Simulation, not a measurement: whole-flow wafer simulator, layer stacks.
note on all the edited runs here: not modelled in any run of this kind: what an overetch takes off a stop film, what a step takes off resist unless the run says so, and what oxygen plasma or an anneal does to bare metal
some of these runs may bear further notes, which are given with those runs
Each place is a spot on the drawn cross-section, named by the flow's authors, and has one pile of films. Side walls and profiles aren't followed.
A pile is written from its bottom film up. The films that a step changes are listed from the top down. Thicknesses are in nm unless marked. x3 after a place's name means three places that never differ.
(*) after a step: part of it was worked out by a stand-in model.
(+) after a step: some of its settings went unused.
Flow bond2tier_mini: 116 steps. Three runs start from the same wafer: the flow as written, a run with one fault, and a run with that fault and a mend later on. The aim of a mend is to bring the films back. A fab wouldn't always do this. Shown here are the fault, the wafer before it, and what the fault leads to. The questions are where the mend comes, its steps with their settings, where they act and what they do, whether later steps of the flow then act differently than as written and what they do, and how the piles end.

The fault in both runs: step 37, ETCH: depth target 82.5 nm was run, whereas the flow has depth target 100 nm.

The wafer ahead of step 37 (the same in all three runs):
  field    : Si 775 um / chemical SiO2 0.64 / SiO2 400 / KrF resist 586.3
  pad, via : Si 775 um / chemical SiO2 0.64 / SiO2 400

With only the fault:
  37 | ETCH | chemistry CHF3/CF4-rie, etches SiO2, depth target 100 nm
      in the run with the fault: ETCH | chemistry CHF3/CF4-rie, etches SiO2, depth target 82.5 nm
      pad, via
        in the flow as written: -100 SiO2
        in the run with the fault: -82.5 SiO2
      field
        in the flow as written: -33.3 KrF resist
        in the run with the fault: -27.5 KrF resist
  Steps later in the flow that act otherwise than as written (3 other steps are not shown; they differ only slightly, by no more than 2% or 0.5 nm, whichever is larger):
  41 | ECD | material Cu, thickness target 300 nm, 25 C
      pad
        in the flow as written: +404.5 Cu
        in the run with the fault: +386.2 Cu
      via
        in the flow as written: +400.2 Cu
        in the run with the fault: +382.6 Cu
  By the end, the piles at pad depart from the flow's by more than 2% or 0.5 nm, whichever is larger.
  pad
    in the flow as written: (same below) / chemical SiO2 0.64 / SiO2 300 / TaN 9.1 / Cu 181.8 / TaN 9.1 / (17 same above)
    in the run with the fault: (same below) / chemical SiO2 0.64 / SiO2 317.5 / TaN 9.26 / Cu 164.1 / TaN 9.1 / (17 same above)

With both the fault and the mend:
  The mend follows step 38.
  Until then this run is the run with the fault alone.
  38a | COAT | KrF resist, thickness 600 nm (*) (the flow's step 32, run once more)
      field
        +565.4 KrF resist (new film)
      pad
        +636.2 KrF resist (new film)
      via
        +631.5 KrF resist (new film)
  38b | SOFTBAKE | KrF resist (the flow's step 33, run once more)
      does not change any film at any place that is followed
  38c | EXPOSE | photomask APAD, NA 0.6 (the flow's step 34, run once more)
      does not change any film at any place that is followed
  38d | PEB | KrF resist (the flow's step 35, run once more)
      does not change any film at any place that is followed
  38e | DEVELOP | developer TMAH-0.26N, 60 s (the flow's step 36, run once more)
      field
        -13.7 KrF resist
      pad
        -636.2 KrF resist (all of it)
      via
        -631.5 KrF resist (all of it)
  38f | ETCH | chemistry CHF3/CF4-rie, etches SiO2, depth target 17.5 nm (the flow's step 37, run once more with other settings)
      pad, via
        -17.5 SiO2
      field
        -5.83 KrF resist
  38g | STRIP | chemistry O2, over-ash 100% (+) (the flow's step 38, run once more)
      field
        -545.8 KrF resist (all of it)
  None of the later steps of the flow acts differently than as written at any place that is followed.
  The piles end the same as the flow's at every place that both follow.
